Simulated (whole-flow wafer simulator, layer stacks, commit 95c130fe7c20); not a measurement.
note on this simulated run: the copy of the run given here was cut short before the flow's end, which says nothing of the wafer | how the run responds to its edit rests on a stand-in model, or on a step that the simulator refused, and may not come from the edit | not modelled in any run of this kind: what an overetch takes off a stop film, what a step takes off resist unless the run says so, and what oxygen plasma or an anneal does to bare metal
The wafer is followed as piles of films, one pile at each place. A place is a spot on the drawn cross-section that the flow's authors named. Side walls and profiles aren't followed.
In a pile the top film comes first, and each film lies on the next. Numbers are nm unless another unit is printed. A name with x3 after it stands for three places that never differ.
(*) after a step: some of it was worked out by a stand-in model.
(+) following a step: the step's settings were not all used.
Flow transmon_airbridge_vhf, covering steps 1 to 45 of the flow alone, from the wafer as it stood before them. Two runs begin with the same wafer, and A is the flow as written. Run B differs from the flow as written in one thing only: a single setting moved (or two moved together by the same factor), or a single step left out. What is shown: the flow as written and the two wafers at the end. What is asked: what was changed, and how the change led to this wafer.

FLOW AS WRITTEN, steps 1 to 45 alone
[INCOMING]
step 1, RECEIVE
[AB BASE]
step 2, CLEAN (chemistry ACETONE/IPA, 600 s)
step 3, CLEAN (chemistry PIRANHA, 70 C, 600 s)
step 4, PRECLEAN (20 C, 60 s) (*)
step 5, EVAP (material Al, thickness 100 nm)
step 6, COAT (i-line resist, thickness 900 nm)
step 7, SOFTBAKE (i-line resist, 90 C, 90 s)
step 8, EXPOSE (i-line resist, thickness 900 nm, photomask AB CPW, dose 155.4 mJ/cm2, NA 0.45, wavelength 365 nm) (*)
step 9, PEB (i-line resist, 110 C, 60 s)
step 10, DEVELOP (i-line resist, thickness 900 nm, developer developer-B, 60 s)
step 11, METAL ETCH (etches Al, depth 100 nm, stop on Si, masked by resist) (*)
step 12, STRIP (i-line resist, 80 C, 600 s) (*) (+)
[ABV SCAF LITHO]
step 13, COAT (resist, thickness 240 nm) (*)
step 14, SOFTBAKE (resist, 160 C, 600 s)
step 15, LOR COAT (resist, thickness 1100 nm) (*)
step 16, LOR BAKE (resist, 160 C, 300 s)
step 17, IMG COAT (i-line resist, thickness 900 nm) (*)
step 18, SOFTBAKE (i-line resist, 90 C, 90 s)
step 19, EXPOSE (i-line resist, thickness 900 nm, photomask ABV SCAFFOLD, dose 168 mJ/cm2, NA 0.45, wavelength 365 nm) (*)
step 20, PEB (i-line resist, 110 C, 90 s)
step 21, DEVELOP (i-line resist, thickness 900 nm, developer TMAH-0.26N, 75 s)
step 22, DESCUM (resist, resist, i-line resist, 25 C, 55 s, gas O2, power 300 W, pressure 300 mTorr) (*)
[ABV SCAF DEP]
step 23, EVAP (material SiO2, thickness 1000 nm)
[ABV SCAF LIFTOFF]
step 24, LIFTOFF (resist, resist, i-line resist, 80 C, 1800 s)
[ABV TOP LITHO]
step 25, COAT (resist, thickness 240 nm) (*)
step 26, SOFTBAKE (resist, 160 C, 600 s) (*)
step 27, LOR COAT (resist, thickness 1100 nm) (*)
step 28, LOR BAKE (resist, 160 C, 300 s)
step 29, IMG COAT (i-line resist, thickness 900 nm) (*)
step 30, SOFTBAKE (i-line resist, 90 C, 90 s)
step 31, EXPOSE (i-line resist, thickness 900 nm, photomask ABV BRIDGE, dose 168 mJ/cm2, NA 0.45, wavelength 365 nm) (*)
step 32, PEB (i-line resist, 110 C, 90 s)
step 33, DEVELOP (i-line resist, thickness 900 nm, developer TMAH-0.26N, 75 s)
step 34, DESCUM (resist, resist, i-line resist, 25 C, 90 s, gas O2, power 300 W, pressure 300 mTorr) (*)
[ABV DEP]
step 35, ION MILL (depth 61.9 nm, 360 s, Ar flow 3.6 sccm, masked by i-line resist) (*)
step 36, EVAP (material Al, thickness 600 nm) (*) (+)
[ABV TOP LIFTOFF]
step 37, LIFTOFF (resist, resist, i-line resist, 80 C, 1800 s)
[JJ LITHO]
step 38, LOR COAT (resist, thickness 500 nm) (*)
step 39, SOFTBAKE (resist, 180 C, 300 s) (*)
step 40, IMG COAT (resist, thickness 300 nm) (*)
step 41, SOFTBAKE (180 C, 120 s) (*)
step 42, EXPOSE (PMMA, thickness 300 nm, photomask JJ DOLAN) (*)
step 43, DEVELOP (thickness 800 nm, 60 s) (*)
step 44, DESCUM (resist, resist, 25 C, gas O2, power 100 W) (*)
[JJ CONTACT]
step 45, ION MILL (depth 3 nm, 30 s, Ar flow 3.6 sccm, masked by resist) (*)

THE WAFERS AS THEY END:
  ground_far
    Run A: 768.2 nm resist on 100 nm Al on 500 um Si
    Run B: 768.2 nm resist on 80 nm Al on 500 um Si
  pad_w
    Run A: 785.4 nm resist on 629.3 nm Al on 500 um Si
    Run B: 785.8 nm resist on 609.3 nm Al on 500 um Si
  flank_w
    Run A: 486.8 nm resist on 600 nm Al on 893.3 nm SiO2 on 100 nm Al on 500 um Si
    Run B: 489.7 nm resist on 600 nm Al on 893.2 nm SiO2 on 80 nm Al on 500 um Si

Cause: step 5, EVAP: thickness 80 nm was run, while the flow as written has thickness 100 nm.
The wafer lets one read it off: ground_far has Al 80, and step 5 as written asks for 100 nm.

How this came from the change, step by step:
  step 5, EVAP (material Al, thickness 100 nm)
      field x3, jj_line, ground_far and 12 more: A Al gains 100 (new film) | B Al gains 80 (new film)
  step 11, METAL ETCH (etches Al, depth 100 nm, stop on Si, masked by resist) (*)
      field x3, jj_line, gap_w, gap_e: A Al loses 100 (all of it) | B Al loses 80 (all of it)
